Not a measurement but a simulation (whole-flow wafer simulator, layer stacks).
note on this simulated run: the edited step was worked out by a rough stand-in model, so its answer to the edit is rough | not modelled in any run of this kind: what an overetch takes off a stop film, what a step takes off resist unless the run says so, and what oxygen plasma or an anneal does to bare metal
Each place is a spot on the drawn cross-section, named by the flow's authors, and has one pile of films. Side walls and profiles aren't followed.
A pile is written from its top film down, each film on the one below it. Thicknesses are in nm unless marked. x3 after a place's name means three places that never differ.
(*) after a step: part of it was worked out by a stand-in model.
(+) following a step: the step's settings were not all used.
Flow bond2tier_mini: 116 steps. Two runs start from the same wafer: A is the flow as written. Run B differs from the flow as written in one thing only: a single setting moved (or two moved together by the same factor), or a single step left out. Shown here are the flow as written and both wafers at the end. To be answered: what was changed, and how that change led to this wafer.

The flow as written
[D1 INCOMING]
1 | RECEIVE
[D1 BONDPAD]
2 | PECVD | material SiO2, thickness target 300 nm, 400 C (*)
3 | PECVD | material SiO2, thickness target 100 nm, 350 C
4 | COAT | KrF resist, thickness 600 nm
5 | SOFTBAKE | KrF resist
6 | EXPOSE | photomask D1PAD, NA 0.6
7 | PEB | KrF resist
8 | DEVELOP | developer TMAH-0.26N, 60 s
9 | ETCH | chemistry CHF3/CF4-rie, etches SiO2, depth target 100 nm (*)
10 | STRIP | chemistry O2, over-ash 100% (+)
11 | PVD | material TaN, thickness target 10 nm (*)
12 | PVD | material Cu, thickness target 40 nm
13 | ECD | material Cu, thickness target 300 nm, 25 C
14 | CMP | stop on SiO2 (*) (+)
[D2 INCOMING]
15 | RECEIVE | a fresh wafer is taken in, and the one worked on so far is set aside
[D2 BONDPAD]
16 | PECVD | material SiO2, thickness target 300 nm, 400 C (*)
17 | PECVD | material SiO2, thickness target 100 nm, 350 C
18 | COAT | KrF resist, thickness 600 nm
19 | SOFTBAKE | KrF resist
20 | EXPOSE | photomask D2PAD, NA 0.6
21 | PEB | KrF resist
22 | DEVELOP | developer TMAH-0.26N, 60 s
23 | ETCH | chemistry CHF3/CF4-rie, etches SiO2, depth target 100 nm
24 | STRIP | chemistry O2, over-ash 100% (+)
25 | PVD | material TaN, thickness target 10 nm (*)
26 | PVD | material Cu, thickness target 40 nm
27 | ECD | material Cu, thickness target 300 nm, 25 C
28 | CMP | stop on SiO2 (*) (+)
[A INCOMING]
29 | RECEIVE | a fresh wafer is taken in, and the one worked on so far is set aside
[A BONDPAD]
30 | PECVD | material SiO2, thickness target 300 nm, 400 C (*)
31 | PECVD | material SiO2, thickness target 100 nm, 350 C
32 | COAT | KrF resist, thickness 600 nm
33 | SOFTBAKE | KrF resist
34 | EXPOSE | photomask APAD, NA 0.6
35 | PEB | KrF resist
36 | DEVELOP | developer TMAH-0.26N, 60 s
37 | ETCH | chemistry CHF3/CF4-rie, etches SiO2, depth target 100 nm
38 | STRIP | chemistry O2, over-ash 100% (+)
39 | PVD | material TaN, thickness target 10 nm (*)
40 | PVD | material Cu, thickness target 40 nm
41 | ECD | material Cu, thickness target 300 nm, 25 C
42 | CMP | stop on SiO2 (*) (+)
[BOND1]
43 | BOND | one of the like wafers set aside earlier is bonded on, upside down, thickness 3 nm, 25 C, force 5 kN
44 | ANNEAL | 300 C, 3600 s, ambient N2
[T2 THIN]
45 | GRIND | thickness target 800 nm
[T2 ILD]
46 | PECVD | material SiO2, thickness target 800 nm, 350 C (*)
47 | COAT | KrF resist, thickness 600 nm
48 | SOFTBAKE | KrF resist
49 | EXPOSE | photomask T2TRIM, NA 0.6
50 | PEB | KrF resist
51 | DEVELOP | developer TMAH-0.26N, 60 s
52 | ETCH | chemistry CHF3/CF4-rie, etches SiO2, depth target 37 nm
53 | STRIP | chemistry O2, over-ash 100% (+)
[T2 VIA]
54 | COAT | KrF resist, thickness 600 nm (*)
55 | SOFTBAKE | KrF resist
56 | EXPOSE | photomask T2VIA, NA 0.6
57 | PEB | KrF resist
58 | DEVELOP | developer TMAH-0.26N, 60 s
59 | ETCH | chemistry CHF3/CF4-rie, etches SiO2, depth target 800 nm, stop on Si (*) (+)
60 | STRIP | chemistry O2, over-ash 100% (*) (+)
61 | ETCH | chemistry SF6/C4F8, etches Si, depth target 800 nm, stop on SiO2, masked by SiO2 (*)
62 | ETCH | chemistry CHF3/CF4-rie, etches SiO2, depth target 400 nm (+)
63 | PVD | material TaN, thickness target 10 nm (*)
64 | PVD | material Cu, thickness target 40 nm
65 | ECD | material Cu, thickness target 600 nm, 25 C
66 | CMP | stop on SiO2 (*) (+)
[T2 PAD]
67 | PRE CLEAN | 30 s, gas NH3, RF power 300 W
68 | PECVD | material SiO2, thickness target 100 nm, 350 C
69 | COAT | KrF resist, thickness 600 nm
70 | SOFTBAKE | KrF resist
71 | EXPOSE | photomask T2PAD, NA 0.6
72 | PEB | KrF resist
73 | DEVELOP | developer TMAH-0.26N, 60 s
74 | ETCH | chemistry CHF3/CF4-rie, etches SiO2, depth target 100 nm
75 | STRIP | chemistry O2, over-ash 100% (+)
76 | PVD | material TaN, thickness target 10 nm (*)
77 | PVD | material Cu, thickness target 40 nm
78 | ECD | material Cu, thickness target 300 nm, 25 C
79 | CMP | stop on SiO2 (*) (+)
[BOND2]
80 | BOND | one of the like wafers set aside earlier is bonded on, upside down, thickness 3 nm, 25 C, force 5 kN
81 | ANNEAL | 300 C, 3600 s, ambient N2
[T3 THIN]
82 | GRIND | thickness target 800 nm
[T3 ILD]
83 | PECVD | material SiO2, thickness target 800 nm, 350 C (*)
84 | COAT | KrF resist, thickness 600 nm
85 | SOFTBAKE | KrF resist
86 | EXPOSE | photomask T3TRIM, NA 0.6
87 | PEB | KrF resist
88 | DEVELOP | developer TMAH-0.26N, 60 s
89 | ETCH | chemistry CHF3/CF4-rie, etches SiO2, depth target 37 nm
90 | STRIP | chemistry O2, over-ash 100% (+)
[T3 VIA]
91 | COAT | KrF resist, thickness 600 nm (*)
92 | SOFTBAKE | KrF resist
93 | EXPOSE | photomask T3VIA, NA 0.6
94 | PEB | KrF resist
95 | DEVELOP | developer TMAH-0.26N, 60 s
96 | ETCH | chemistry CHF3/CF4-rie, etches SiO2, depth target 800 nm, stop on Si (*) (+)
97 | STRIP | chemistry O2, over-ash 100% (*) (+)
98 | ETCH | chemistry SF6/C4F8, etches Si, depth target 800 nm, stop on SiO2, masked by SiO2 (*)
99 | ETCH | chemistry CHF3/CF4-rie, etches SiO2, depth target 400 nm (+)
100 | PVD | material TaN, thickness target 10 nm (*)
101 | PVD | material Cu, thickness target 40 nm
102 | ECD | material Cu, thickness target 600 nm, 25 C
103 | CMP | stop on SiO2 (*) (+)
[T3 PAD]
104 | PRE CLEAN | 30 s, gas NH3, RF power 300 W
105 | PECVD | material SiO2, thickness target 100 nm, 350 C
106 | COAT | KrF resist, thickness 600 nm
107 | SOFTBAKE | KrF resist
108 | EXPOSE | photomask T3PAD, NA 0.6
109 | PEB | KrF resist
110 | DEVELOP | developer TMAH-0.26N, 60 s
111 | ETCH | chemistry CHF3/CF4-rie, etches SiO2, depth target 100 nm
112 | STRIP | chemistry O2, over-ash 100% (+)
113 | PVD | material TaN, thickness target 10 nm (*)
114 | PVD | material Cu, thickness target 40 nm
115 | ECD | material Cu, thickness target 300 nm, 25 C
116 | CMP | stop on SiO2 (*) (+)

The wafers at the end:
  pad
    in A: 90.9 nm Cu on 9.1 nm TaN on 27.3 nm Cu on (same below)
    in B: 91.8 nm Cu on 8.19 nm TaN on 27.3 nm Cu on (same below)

What caused this: step 113, PVD: thickness target 9 nm was run, though the flow has thickness target 10 nm.

How this came from the change, step by step:
  113 | PVD | material TaN, thickness target 10 nm (*)
      field: A TaN gains 10 (new film) | B TaN gains 9 (new film)
      pad: A TaN gains 9.1 (new film) | B TaN gains 8.19 (new film)
  116 | CMP | stop on SiO2 (*) (+)
      field: A Cu loses 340 (all of it), TaN loses 10 (all of it) | B Cu loses 340 (all of it), TaN loses 9 (all of it)
